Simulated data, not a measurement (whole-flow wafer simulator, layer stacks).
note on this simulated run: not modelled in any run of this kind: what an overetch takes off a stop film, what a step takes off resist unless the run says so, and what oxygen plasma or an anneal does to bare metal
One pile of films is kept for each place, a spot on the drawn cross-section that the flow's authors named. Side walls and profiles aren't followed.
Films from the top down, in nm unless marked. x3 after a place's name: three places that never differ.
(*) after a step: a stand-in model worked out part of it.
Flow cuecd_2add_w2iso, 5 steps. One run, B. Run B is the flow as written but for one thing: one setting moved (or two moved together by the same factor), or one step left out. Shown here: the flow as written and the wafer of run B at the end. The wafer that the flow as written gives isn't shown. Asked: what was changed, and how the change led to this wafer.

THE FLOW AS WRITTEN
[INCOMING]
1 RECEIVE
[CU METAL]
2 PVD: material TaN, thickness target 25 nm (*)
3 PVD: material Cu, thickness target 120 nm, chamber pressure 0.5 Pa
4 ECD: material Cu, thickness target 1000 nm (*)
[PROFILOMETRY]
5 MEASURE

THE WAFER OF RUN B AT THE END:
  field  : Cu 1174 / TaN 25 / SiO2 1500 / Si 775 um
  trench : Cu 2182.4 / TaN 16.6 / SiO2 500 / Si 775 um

The cause: step 3, PVD: thickness target 174 nm was run, where the flow has thickness target 120 nm.

How the change led to this, step by step:
  3 PVD: material Cu, thickness target 120 nm, chamber pressure 0.5 Pa
      field: Cu +174 (new film) (as written it would be: Cu +120 (new film))
      trench: Cu +116.8 (new film) (as written it would be: Cu +80.8 (new film))
